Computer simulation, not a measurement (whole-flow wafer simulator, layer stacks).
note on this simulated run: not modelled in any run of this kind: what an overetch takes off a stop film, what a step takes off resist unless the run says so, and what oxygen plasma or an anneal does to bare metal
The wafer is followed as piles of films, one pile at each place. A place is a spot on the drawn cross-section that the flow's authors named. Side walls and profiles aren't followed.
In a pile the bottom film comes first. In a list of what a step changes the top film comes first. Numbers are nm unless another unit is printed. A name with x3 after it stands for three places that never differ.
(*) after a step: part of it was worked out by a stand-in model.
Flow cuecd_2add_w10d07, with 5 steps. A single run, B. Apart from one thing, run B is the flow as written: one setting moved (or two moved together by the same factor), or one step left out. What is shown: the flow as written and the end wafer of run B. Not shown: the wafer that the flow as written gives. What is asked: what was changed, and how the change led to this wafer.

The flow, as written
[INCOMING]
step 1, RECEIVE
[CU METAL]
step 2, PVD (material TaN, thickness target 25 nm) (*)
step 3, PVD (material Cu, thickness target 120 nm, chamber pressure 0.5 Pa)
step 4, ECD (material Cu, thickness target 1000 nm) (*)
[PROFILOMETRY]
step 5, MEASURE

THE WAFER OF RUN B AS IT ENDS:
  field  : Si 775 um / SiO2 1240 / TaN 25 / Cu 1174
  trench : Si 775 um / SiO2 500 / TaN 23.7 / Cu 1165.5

What caused this: step 3, PVD: thickness target 174 nm was run, whereas the flow has thickness target 120 nm.

The path from the change to this, step by step:
  step 3, PVD (material Cu, thickness target 120 nm, chamber pressure 0.5 Pa)
      field: +174 Cu (new film) (as written it would have been: +120 Cu (new film))
      trench: +165.5 Cu (new film) (as written it would have been: +114 Cu (new film))
